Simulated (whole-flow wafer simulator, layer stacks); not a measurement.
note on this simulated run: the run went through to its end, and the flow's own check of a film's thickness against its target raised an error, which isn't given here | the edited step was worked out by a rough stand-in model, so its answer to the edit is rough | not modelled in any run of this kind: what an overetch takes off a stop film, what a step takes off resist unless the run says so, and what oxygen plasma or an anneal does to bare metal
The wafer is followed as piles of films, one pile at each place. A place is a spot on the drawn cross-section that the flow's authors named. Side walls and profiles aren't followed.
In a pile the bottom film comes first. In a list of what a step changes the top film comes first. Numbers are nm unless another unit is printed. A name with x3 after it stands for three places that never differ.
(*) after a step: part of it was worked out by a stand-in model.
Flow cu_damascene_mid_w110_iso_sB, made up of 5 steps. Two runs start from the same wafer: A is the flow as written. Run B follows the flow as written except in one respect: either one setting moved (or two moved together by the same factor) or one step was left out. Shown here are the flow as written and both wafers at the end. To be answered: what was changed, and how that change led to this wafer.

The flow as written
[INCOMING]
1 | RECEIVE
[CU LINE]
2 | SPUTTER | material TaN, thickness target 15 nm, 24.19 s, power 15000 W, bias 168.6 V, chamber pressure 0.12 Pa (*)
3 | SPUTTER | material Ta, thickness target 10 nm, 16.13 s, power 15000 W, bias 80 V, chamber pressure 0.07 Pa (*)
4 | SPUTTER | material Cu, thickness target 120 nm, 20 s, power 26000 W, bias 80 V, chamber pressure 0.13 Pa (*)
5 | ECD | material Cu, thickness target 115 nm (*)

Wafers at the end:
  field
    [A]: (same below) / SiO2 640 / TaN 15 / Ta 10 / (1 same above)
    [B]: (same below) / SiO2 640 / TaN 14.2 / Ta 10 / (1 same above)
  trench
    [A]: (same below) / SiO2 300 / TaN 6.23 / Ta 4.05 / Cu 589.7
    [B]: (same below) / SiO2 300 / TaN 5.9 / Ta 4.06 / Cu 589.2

Cause: step 2, SPUTTER: thickness target 14.2 nm was run, whereas the flow has thickness target 15 nm; step 2, SPUTTER: 22.98 s was run, where the flow has 24.19 s.
One can read it off the wafer: field has TaN 14.2, and step 2 as written asks for 15 nm.

Step by step, how the change led to this:
  2 | SPUTTER | material TaN, thickness target 15 nm, 24.19 s, power 15000 W, bias 168.6 V, chamber pressure 0.12 Pa (*)
      field: A +15 TaN (new film) | B +14.2 TaN (new film)
